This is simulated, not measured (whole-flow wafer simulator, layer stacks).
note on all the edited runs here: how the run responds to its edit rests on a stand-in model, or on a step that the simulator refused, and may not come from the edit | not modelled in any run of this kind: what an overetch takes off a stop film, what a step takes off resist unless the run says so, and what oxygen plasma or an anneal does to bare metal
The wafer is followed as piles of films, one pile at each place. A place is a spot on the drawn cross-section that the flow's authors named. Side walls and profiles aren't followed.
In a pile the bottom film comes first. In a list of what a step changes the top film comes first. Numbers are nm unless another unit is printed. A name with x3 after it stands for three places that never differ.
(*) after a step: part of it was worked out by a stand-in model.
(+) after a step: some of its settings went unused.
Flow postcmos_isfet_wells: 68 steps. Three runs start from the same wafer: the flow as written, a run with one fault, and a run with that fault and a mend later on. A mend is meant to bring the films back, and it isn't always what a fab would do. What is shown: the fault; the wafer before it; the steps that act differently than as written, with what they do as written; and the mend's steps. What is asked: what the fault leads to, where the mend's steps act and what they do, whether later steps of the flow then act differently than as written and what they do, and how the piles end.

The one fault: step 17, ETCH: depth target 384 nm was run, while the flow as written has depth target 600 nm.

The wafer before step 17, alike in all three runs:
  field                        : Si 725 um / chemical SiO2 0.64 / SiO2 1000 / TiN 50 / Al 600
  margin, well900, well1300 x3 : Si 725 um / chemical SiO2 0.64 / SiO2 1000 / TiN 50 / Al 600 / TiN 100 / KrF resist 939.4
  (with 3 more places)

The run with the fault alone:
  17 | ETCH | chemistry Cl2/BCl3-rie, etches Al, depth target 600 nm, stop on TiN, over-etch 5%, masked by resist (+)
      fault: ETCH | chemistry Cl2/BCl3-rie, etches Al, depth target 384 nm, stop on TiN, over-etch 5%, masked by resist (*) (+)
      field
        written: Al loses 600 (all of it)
        fault: Al loses 384
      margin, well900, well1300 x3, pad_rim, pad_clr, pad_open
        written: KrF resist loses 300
        fault: KrF resist loses 192
  Later steps of the flow acting differently than as written:
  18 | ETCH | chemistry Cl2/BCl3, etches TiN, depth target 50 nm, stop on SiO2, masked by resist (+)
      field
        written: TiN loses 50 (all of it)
        fault: Al loses 50
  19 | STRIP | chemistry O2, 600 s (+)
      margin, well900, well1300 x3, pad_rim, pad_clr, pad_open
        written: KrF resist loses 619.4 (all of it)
        fault: KrF resist loses 727.4 (all of it)
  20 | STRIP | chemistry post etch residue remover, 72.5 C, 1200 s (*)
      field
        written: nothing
        fault: Al loses 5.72
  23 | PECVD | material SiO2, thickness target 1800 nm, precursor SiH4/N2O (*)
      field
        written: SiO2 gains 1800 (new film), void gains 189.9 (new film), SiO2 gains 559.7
        fault: SiO2 gains 2339.3 (new film)
  At field, the piles at the end differ from the flow's by more than 2% or 0.5 nm, whichever is larger.
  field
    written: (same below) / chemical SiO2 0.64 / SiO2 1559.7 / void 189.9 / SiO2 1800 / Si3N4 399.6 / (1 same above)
    fault: (same below) / chemical SiO2 0.64 / SiO2 1000 / TiN 50 / Al 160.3 / SiO2 2339.3 / Si3N4 399.6 / (1 same above)

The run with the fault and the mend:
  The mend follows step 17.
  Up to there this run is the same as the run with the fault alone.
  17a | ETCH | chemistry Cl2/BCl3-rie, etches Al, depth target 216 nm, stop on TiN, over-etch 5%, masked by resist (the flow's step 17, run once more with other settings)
      margin, well900, well1300 x3, pad_rim, pad_clr, pad_open
        KrF resist loses 108
      field
        Al loses 216 (all of it)
  None of the later steps of the flow acts differently than as written at any place that is followed.
  At every place that both follow, the piles at the end match the flow's.
